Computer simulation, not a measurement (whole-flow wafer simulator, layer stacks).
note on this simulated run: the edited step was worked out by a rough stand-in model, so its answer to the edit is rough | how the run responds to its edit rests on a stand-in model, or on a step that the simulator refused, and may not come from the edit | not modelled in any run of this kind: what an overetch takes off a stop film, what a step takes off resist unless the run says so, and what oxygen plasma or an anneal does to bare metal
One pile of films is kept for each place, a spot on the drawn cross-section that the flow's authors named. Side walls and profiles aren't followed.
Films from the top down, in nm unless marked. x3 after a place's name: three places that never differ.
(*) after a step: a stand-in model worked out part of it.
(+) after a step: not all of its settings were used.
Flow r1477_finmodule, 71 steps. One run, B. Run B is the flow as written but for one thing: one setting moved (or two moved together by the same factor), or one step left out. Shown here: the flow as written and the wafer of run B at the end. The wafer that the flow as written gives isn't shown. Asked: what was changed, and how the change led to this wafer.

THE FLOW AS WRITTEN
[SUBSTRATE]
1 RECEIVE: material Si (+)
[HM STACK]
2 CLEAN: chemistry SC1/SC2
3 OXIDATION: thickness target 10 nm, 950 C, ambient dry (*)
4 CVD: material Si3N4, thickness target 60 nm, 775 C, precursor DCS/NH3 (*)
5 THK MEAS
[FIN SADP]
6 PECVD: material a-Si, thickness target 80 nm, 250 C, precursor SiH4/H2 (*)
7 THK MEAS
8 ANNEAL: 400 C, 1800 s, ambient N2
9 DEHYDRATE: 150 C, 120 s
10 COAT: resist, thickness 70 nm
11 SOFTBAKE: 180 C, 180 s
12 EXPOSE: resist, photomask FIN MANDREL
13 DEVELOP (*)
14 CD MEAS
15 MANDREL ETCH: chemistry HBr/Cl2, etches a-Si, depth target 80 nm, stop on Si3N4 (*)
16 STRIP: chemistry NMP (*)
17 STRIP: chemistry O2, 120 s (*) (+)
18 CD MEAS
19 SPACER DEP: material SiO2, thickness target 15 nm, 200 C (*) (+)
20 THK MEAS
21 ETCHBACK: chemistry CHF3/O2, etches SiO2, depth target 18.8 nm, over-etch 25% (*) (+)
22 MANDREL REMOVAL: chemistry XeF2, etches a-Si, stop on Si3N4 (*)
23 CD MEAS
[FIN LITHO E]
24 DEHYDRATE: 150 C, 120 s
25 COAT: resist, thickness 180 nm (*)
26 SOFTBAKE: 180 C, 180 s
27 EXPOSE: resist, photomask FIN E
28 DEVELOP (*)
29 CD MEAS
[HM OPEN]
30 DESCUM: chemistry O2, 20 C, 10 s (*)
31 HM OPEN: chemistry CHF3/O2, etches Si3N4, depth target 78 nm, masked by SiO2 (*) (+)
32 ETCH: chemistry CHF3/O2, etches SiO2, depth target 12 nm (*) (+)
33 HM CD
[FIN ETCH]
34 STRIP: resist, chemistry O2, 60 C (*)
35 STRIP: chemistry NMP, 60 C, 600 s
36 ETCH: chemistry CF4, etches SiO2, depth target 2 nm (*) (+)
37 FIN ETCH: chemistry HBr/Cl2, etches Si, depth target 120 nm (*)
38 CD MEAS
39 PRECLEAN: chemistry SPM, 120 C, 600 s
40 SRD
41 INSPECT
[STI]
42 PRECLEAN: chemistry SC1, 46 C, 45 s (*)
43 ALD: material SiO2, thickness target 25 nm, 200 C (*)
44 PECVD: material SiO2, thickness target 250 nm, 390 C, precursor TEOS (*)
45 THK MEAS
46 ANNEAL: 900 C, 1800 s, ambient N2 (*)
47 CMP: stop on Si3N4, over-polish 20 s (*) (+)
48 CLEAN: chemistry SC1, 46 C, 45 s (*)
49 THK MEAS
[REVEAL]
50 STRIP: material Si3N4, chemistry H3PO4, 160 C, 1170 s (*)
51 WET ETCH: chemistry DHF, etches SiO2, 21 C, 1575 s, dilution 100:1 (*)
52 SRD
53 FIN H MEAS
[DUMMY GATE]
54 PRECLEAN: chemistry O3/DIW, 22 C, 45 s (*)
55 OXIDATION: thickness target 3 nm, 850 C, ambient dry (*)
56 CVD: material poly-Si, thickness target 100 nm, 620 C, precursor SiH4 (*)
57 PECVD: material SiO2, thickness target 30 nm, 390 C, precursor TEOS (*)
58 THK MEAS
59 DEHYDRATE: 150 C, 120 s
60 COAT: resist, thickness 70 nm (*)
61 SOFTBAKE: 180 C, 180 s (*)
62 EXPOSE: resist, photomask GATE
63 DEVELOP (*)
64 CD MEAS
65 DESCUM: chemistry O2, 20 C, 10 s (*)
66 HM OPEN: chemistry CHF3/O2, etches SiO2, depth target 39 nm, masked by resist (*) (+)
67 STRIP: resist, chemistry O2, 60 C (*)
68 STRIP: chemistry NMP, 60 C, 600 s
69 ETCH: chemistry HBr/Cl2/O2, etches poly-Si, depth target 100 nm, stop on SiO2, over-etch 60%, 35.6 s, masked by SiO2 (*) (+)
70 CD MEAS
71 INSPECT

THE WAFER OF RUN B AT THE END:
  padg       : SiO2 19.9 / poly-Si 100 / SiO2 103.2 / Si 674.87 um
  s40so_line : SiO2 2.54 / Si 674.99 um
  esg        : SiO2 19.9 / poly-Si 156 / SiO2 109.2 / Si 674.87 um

The cause: step 57, PECVD: thickness target 25.2 nm was run, where the flow has thickness target 30 nm.

How the change led to this, step by step:
  57 PECVD: material SiO2, thickness target 30 nm, 390 C, precursor TEOS (*)
      pad, padg, elg and 33 more: SiO2 +25.2 (new film) (as written it would be: SiO2 +30 (new film))
  66 HM OPEN: chemistry CHF3/O2, etches SiO2, depth target 39 nm, masked by resist (*) (+)
      pad, elo, eso and 15 more: SiO2 -25.2 (all of it), poly-Si -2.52 (as written it would be: SiO2 -30 (all of it), poly-Si -1.8)
      padg, elg, esg and 15 more: resist -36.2 (as written it would be: resist -37.4)
  67 STRIP: resist, chemistry O2, 60 C (*)
      padg, elg, esg: resist -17 (all of it) (as written it would be: resist -15.9 (all of it))
      e40lg, e100lg, e200lg: resist -13.9 (all of it) (as written it would be: resist -12.8 (all of it))
      (and at 9 more places)
